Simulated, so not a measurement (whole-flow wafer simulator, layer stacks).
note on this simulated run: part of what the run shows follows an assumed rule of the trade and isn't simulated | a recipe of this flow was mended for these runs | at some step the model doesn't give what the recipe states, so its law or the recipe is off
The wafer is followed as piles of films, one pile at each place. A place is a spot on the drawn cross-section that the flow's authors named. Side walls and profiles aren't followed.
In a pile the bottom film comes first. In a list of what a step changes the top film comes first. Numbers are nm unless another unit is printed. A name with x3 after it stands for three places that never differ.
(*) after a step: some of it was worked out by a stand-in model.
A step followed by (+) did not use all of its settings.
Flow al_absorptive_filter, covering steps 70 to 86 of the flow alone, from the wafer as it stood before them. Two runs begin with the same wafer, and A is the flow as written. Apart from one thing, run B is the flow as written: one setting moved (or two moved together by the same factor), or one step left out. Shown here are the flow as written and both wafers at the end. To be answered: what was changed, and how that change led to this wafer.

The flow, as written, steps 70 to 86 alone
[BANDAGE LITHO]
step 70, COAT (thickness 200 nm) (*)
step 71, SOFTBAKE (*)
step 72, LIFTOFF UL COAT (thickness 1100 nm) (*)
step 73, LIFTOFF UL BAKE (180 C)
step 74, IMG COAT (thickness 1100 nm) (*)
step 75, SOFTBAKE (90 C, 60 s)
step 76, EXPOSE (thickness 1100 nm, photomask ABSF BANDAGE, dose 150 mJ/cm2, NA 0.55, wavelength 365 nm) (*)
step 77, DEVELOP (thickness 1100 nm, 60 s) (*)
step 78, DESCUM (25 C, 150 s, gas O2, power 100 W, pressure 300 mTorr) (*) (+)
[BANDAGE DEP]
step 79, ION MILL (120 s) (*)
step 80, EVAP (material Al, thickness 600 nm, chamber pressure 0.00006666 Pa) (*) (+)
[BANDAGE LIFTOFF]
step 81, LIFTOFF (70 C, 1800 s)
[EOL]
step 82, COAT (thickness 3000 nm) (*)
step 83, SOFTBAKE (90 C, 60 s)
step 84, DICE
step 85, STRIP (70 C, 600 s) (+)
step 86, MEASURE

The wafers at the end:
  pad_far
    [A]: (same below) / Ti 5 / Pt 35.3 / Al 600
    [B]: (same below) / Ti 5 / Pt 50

Cause: step 78, DESCUM: 114 s was run, whereas the flow has 150 s.

The path from the change to this, step by step:
  step 78, DESCUM (25 C, 150 s, gas O2, power 100 W, pressure 300 mTorr) (*) (+)
      pad_far: A acrylic-e-beam-resist loses 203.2 (all of it) | B acrylic-e-beam-resist loses 185.3
      gnd, ledge, res and 9 more: A i-line-resist loses 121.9 | B i-line-resist loses 92.6
  step 79, ION MILL (120 s) (*)
      pad_far: A Pt loses 14.7 | B acrylic-e-beam-resist loses 14.7
  step 81, LIFTOFF (70 C, 1800 s)
      pad_far: A nothing | B Al loses 600 (all of it), acrylic-e-beam-resist loses 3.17 (all of it)
      xa_field, xl_land, idc_field: A Al loses 600 (all of it), i-line-resist loses 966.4 (all of it), lift-off-underlayer loses 1100 (all of it), acrylic-e-beam-resist loses 200 (all of it) | B Al loses 600 (all of it), i-line-resist loses 995.6 (all of it), lift-off-underlayer loses 1100 (all of it), acrylic-e-beam-resist loses 200 (all of it)
      (as well as at 9 more places)
  step 82, COAT (thickness 3000 nm) (*)
      gnd: A i-line-resist gains 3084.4 (new film) | B i-line-resist gains 3017.7 (new film)
      pad_far: A i-line-resist gains 2560.9 (new film) | B i-line-resist gains 3039 (new film)
      (as well as at 1 more place)
  step 83, SOFTBAKE (90 C, 60 s)
      gnd: A i-line-resist gains 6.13 | B i-line-resist gains 10.5
      pad_far: A i-line-resist loses 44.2 | B i-line-resist loses 9.59
      (as well as at 3 more places)
  step 85, STRIP (70 C, 600 s) (+)
      gnd: A i-line-resist loses 3090.5 (all of it) | B i-line-resist loses 3028.2 (all of it)
      pad_far: A i-line-resist loses 2516.7 (all of it) | B i-line-resist loses 3029.4 (all of it)
      (as well as at 1 more place)
